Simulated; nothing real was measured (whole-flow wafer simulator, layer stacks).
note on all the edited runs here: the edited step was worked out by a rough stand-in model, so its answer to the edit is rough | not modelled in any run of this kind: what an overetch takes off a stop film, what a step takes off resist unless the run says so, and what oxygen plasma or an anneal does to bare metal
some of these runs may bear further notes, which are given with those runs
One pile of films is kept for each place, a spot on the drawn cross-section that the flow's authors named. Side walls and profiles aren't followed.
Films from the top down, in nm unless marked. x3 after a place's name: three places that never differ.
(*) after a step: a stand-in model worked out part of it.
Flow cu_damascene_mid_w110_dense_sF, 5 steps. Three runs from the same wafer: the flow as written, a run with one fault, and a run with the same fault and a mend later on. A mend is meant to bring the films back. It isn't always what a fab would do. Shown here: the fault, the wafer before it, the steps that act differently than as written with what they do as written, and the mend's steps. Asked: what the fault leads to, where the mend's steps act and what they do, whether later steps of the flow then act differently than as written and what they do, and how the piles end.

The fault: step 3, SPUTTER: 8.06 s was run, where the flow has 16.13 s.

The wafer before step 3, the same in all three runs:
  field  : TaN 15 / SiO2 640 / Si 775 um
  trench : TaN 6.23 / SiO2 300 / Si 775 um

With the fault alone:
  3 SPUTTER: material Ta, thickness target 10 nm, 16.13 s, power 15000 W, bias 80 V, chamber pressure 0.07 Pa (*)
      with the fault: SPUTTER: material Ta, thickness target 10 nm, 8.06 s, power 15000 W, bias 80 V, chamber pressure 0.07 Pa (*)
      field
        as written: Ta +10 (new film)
        with the fault: Ta +5 (new film)
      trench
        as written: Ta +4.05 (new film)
        with the fault: Ta +2.02 (new film)
  No later step of the flow acts differently than as written, at any place that is followed, by more than 2% or 0.5 nm, whichever is larger.
  At the end the piles differ from the flow's by more than 2% or 0.5 nm, whichever is larger, at field, trench.
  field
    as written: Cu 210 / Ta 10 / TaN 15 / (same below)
    with the fault: Cu 210 / Ta 5 / TaN 15 / (same below)
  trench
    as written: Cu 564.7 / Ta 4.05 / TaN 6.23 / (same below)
    with the fault: Cu 561.7 / Ta 2.02 / TaN 6.23 / (same below)

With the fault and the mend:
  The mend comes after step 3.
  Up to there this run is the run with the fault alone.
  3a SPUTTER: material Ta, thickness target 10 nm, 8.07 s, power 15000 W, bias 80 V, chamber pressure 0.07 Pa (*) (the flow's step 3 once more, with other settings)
      field
        Ta +5
      trench
        Ta +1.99
  No later step of the flow acts differently than as written, at any place that is followed, by more than 2% or 0.5 nm, whichever is larger.
  At the end the piles differ from the flow's only slightly at the places that both follow, by at most 2% or 0.5 nm, whichever is larger.
